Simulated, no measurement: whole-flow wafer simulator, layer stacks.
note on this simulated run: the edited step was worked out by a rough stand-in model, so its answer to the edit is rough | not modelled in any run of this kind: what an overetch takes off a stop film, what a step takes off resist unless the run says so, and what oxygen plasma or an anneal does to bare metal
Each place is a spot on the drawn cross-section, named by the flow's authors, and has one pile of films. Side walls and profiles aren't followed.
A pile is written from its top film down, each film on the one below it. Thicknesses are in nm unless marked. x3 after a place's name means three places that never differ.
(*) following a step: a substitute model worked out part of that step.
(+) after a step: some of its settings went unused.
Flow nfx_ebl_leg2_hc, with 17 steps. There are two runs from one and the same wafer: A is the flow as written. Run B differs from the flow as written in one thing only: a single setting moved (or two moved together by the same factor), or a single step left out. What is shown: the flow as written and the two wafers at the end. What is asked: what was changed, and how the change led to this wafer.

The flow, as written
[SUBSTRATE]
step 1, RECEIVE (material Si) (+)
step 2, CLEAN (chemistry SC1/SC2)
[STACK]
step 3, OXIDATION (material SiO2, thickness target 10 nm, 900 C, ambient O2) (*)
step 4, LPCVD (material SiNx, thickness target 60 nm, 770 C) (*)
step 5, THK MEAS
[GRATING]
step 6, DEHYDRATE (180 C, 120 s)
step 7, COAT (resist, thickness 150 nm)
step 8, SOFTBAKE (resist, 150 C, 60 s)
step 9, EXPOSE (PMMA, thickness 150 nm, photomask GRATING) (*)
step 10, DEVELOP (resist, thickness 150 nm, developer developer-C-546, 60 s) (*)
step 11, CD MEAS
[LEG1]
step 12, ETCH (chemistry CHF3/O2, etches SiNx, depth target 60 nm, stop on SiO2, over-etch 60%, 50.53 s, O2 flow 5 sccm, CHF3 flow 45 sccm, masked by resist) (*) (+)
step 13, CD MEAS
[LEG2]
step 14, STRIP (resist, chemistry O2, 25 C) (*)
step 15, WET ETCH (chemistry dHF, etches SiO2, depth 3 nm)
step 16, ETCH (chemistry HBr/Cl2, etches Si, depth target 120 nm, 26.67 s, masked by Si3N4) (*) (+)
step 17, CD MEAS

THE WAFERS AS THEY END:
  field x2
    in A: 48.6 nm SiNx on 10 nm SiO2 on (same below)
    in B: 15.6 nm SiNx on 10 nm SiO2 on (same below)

The reason: step 4, LPCVD: thickness target 27 nm was run, though the flow has thickness target 60 nm.

The path from the change to this, step by step:
  step 4, LPCVD (material SiNx, thickness target 60 nm, 770 C) (*)
      field x2, pad x2: A SiNx gains 60 (new film) | B SiNx gains 27 (new film)
  step 12, ETCH (chemistry CHF3/O2, etches SiNx, depth target 60 nm, stop on SiO2, over-etch 60%, 50.53 s, O2 flow 5 sccm, CHF3 flow 45 sccm, masked by resist) (*) (+)
      pad x2: A SiNx loses 60 (all of it), SiO2 loses 10 (all of it) | B SiNx loses 27 (all of it), SiO2 loses 10 (all of it)
